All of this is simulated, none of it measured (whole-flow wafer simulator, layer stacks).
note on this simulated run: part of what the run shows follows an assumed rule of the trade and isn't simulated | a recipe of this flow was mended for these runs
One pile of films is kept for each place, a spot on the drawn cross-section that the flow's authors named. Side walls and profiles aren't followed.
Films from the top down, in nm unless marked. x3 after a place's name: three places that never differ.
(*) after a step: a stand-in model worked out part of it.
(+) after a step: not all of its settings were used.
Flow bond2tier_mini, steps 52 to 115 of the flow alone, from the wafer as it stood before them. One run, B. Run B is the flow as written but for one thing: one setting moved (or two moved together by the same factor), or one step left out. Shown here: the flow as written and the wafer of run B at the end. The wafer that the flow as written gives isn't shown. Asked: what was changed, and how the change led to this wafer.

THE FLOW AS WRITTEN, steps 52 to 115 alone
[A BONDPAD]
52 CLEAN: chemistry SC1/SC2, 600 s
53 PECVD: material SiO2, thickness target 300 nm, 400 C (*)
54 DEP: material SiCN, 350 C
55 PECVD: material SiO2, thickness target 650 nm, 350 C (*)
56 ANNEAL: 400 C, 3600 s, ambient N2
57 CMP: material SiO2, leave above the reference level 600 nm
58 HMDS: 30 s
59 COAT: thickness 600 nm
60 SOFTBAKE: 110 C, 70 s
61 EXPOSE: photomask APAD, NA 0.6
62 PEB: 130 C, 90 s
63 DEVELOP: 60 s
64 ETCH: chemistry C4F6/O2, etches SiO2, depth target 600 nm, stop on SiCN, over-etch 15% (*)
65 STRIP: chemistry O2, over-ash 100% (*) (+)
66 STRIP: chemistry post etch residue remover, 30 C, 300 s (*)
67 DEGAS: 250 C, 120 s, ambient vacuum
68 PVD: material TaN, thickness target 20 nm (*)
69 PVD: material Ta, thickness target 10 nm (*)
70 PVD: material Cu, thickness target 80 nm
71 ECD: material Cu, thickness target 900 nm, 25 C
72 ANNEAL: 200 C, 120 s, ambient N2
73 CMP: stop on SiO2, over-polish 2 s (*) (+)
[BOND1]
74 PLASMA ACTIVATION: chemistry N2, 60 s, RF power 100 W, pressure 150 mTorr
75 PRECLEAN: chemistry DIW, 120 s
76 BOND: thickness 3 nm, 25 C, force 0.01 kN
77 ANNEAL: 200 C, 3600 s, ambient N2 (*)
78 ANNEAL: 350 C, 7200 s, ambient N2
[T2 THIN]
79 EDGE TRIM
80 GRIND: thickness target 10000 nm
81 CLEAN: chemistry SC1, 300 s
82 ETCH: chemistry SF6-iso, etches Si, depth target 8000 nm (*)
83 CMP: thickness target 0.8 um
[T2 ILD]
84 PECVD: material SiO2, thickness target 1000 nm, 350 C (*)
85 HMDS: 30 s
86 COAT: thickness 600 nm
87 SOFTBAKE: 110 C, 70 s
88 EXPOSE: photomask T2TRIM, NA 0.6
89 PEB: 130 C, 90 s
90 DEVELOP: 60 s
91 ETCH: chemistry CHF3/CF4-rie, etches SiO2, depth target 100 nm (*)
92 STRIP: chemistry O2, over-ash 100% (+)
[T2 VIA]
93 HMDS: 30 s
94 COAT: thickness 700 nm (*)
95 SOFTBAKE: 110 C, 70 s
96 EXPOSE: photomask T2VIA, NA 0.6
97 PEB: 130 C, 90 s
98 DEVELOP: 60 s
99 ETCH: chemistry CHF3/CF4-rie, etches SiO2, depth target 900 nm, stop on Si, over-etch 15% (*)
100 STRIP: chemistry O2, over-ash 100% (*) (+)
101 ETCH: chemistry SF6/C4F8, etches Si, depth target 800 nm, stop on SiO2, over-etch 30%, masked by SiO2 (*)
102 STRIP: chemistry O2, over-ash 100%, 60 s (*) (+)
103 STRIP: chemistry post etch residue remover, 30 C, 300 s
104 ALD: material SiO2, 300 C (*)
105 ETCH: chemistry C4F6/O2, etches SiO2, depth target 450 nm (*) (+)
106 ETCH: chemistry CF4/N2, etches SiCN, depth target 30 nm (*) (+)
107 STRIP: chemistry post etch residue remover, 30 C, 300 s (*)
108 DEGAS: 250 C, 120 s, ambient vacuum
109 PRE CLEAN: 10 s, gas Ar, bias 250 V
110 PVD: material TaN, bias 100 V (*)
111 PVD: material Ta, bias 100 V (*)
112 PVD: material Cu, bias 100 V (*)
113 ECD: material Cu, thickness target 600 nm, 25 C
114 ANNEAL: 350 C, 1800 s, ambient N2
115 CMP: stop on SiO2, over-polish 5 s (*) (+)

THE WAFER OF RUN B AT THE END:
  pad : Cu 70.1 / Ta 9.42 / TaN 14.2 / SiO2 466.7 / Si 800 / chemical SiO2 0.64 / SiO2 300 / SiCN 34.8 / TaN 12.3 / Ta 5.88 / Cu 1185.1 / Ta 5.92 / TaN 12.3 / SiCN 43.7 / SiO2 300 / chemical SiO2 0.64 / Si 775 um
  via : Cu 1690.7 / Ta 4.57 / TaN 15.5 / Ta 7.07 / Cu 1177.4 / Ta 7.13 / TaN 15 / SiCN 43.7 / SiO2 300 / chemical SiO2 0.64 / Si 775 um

The cause: step 64, ETCH: depth target 554.2 nm was run, where the flow has depth target 600 nm.

How the change led to this, step by step:
  64 ETCH: chemistry C4F6/O2, etches SiO2, depth target 600 nm, stop on SiCN, over-etch 15% (*)
      pad, via: SiO2 -600 (all of it), SiCN -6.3 (as written it would be: SiO2 -600 (all of it), SiCN -15.2)
      field: thick-KrF-resist -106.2 (as written it would be: thick-KrF-resist -115)
